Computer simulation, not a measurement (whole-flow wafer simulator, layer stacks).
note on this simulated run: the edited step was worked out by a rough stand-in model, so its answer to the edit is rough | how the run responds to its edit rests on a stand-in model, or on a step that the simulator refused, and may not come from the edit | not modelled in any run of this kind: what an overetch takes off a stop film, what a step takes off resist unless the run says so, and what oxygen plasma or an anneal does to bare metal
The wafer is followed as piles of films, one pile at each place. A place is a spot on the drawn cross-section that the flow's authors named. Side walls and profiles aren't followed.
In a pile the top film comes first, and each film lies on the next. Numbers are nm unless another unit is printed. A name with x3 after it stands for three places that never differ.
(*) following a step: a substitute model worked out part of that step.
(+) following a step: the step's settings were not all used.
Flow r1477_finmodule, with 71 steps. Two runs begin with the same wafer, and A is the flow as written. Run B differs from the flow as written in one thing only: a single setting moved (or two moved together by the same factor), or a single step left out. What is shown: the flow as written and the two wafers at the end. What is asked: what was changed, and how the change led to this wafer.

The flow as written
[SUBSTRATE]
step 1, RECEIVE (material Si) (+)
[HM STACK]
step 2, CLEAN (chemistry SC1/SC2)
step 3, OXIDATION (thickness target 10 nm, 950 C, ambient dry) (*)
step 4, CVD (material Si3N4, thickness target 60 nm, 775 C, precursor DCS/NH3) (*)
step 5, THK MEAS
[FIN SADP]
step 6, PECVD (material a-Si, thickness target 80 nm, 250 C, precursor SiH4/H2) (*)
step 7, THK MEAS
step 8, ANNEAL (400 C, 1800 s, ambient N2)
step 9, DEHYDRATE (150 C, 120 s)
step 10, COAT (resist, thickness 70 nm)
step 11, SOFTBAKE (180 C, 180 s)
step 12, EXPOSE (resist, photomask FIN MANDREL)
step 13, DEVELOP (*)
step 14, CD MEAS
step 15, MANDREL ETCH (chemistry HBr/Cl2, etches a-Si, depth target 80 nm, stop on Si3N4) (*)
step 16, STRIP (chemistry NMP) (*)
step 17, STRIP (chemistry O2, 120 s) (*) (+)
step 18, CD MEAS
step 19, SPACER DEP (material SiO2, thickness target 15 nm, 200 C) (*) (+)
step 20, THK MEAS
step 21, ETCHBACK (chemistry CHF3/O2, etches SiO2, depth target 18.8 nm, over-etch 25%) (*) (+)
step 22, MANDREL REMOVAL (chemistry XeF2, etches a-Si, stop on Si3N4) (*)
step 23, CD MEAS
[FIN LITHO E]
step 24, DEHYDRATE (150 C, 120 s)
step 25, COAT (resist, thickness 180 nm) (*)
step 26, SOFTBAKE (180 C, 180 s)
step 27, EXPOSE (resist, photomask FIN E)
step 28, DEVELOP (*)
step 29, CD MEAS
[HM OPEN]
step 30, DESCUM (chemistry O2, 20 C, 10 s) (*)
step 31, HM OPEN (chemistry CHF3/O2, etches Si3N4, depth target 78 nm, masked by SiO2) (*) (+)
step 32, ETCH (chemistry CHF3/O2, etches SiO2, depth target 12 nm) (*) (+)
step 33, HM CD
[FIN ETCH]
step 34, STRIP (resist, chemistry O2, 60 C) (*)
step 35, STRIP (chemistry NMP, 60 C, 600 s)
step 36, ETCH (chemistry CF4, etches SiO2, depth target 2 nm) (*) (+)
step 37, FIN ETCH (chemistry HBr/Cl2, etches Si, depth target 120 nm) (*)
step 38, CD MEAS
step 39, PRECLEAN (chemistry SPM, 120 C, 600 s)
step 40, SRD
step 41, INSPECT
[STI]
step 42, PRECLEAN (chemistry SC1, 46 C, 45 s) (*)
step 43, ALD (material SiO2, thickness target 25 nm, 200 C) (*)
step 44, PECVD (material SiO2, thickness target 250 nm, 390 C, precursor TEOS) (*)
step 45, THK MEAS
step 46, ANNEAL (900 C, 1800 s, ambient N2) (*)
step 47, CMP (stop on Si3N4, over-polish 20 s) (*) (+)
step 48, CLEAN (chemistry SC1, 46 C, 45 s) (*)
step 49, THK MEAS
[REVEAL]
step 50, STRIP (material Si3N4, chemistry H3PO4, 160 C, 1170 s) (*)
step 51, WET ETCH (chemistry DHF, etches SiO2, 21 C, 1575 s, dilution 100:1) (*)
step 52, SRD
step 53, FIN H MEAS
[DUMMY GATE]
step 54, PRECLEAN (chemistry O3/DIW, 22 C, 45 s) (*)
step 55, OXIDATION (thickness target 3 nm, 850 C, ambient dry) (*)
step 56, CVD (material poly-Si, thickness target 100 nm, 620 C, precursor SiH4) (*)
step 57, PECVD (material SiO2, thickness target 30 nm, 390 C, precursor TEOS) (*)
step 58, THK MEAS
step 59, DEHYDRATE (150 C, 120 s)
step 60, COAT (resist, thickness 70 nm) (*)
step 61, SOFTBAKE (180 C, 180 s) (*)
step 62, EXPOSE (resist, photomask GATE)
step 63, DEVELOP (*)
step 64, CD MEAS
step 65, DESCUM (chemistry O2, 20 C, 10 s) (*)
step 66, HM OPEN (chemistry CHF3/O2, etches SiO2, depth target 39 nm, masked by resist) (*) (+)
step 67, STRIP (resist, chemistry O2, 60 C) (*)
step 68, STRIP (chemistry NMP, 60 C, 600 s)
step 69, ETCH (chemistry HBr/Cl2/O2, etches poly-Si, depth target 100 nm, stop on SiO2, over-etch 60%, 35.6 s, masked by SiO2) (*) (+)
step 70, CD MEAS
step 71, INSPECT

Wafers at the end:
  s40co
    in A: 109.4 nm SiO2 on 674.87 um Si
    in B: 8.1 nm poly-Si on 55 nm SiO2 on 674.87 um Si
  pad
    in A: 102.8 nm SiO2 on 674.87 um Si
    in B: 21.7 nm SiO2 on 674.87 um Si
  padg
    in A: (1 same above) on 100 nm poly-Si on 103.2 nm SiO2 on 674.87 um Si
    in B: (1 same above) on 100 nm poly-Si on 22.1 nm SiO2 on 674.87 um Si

Cause: step 46, ANNEAL: 720 C was run, whereas the flow has 900 C.

How this came from the change, step by step:
  step 46, ANNEAL (900 C, 1800 s, ambient N2) (*)
      pad, padg, elg and 33 more: A -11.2 SiO2 | B -5.85 SiO2
  step 47, CMP (stop on Si3N4, over-polish 20 s) (*) (+)
      pad, padg, e40sg and 11 more: A -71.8 SiO2 | B -77.2 SiO2
      elg, esg, e40lg and 6 more: A -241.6 SiO2 | B -247 SiO2
      (also at 1 further place)
  step 50, STRIP (material Si3N4, chemistry H3PO4, 160 C, 1170 s) (*)
      pad, padg, e40sg and 12 more: A -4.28 SiO2 | B -9.17 SiO2
      elg, esg, e40lg and 12 more: A -4.28 SiO2 | B -7.4 SiO2
  step 51, WET ETCH (chemistry DHF, etches SiO2, 21 C, 1575 s, dilution 100:1) (*)
      pad, padg, e40sg and 11 more: A -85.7 SiO2 | B -162.3 SiO2
      elg, e40lg, e100lg, e200lg, elo, e40lo, e100lo, e200lo: A -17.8 SiO2 (all of it), -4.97 Si3N4 | B -14.7 SiO2 (all of it), -5.7 Si3N4
      (also at 8 further places)
  step 56, CVD (material poly-Si, thickness target 100 nm, 620 C, precursor SiH4) (*)
      s40cg, s40co: A +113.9 poly-Si (new film) | B +170.7 poly-Si (new film)
      s45cg, s45co: A +113.4 poly-Si (new film) | B +170.7 poly-Si (new film)
      (also at 3 further places)
  step 60, COAT (resist, thickness 70 nm) (*)
      e40lg, e100lg, elo, e40lo, e100lo: A +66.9 resist (new film) | B +62.8 resist (new film)
      e40sg, e40so: A +129.5 resist (new film) | B +206 resist (new film)
      (also at 25 further places)
  step 63, DEVELOP (*)
      elo, e40lo, e100lo: A -66.9 resist (all of it) | B -62.8 resist (all of it)
      eso: A -129.5 resist (all of it) | B -205.9 resist (all of it)
      (also at 13 further places)
  step 67, STRIP (resist, chemistry O2, 60 C) (*)
      e40lg: A -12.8 resist (all of it) | B -8.73 resist (all of it)
      e40sg: A -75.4 resist (all of it) | B -151.9 resist (all of it)
      (also at 13 further places)
  step 69, ETCH (chemistry HBr/Cl2/O2, etches poly-Si, depth target 100 nm, stop on SiO2, over-etch 60%, 35.6 s, masked by SiO2) (*) (+)
      s40co: A -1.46 chemical SiO2 (all of it), -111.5 poly-Si (all of it), -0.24 SiO2 | B -1.73 chemical SiO2 (all of it), -160 poly-Si
      s45co: A -1.46 chemical SiO2 (all of it), -110.9 poly-Si (all of it), -0.25 SiO2 | B -1.73 chemical SiO2 (all of it), -160 poly-Si
      (also at 1 further place)
